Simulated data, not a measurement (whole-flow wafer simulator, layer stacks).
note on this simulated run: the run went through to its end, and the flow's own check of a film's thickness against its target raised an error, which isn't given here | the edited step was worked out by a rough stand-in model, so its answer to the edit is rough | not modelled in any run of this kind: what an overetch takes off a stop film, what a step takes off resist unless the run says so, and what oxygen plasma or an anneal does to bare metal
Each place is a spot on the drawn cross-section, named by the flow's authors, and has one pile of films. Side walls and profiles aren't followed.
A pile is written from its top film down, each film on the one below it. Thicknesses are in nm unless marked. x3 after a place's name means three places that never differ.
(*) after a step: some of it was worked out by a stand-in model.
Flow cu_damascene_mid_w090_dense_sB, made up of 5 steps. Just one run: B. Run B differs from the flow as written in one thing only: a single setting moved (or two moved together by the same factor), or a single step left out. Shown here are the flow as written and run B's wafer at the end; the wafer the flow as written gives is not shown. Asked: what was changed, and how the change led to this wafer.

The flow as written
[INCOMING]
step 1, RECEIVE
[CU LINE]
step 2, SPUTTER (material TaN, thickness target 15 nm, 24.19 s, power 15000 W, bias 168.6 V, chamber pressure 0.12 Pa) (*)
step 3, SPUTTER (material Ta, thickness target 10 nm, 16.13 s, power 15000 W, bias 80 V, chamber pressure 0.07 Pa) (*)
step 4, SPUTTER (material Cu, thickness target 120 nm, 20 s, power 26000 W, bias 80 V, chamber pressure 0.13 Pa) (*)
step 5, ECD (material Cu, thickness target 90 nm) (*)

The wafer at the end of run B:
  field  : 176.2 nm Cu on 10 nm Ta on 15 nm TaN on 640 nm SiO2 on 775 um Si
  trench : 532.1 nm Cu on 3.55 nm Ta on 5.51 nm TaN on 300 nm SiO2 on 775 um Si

Cause: step 5, ECD: thickness target 56.2 nm was run, though the flow has thickness target 90 nm.

How this came from the change, step by step:
  step 5, ECD (material Cu, thickness target 90 nm) (*)
      field: +56.2 Cu (as written it would have been: +90 Cu)
      trench: +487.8 Cu (as written it would have been: +521.6 Cu)
